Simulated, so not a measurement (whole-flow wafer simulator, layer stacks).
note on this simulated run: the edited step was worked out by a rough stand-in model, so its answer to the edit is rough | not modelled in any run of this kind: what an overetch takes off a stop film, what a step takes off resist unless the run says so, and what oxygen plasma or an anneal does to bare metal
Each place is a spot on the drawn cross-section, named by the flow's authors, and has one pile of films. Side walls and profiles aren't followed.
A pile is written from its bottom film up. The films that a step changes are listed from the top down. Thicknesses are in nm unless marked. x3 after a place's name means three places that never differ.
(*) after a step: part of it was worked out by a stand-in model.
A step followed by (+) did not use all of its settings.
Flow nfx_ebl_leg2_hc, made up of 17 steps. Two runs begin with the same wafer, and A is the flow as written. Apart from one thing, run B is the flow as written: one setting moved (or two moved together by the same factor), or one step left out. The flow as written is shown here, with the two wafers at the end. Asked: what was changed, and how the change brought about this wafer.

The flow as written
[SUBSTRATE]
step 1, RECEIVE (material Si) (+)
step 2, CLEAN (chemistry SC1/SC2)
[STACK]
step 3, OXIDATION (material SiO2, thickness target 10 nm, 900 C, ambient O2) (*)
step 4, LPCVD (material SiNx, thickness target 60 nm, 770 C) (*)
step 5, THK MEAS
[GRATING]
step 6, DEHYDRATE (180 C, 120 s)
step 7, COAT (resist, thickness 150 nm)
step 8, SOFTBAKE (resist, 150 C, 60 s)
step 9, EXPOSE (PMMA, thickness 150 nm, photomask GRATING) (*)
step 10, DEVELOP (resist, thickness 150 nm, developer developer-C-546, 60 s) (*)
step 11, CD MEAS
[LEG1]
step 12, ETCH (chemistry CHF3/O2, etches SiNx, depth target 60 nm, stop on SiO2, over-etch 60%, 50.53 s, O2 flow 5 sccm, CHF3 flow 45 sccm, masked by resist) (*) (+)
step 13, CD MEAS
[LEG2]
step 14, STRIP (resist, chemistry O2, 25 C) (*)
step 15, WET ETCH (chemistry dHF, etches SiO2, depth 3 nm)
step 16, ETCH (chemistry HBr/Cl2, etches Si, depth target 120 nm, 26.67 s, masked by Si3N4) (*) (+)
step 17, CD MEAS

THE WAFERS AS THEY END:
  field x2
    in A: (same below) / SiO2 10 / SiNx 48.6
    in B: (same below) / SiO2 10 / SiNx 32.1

The reason: step 4, LPCVD: thickness target 43.5 nm was run, though the flow has thickness target 60 nm.

The path from the change to this, step by step:
  step 4, LPCVD (material SiNx, thickness target 60 nm, 770 C) (*)
      field x2, pad x2: A +60 SiNx (new film) | B +43.5 SiNx (new film)
  step 12, ETCH (chemistry CHF3/O2, etches SiNx, depth target 60 nm, stop on SiO2, over-etch 60%, 50.53 s, O2 flow 5 sccm, CHF3 flow 45 sccm, masked by resist) (*) (+)
      pad x2: A -60 SiNx (all of it), -10 SiO2 (all of it) | B -43.5 SiNx (all of it), -10 SiO2 (all of it)
